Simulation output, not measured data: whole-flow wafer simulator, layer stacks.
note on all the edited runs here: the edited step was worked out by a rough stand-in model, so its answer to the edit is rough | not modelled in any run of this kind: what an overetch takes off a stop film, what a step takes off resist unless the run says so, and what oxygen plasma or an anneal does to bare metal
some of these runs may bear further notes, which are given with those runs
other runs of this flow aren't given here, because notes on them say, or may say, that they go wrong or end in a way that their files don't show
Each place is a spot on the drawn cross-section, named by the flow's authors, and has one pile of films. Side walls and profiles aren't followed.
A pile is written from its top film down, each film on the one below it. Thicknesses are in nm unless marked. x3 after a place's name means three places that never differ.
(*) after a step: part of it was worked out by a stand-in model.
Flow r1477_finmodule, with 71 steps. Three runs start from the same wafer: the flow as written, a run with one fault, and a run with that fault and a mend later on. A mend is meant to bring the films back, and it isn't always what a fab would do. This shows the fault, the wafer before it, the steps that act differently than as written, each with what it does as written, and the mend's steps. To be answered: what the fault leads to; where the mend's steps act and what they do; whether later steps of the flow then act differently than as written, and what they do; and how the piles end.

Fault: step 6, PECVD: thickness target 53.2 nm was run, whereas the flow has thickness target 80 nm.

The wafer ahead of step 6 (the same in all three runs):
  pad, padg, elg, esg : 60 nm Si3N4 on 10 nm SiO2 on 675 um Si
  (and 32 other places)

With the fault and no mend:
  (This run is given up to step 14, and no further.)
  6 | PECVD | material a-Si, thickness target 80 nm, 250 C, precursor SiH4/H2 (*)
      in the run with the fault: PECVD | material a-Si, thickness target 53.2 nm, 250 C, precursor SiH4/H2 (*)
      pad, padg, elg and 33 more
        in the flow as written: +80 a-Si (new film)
        in the run with the fault: +53.2 a-Si (new film)
  Every later step of the flow up to step 14 that is run acts as written at every place that is followed.
  After step 14, at pad, padg, elg and 33 more, the piles differ from the flow's by more than 2% or 0.5 nm, whichever is larger.
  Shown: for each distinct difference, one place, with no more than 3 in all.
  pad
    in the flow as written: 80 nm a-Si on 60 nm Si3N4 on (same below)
    in the run with the fault: 53.2 nm a-Si on 60 nm Si3N4 on (same below)
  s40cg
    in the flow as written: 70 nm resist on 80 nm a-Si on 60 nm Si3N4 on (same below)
    in the run with the fault: 70 nm resist on 53.2 nm a-Si on 60 nm Si3N4 on (same below)

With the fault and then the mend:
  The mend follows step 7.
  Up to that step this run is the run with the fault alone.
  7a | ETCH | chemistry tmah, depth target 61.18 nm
      pad, padg, elg and 33 more
        -53.2 a-Si (all of it)
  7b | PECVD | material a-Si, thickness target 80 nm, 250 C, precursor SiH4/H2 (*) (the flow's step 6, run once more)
      pad, padg, elg and 33 more
        +80 a-Si (new film)
  Every later step of the flow that is run acts as written at every place that is followed.
  At every place that both follow, the piles at the end match the flow's.
